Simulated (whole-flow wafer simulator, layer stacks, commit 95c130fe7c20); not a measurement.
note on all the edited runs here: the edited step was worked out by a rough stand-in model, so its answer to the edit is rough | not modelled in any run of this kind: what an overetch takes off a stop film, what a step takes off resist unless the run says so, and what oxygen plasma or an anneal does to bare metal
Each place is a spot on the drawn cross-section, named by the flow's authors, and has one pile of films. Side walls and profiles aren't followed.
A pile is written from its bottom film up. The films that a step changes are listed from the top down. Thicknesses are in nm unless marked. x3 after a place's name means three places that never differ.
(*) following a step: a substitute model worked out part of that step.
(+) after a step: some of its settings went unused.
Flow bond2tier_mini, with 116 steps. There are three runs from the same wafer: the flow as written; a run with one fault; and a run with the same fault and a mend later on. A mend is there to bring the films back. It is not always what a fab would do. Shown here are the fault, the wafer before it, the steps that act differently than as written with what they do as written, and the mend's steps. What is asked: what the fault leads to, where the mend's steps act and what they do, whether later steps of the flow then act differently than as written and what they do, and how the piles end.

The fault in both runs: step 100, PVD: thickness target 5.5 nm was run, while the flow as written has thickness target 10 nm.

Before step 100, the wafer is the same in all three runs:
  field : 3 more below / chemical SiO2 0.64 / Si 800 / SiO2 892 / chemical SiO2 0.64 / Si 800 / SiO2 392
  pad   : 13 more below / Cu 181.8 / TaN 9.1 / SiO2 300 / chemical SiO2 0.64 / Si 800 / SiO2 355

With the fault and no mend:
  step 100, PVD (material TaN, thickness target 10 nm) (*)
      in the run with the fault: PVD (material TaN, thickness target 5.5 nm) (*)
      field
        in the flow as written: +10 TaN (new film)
        in the run with the fault: +5.5 TaN (new film)
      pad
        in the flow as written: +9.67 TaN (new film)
        in the run with the fault: +5.32 TaN (new film)
  Steps further on in the flow that do not act as written (1 other step is not shown; it differs only slightly, by no more than 2% or 0.5 nm, whichever is larger):
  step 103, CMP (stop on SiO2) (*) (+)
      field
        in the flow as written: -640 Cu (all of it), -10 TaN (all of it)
        in the run with the fault: -640 Cu (all of it), -5.5 TaN (all of it)
  At pad, the piles at the end differ from the flow's by more than 2% or 0.5 nm, whichever is larger.
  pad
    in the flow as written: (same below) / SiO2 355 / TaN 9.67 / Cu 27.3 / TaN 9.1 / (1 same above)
    in the run with the fault: (same below) / SiO2 355 / TaN 5.32 / Cu 31.7 / TaN 9.1 / (1 same above)

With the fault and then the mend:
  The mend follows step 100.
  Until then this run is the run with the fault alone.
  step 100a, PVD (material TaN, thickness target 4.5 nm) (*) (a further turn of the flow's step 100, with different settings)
      field
        +4.5 TaN
      pad
        +4.35 TaN
  Later steps of the flow that are run all act as written at every place that is followed.
  The piles end only slightly different from the flow's at the places that both follow, by no more than 2% or 0.5 nm, whichever is larger.
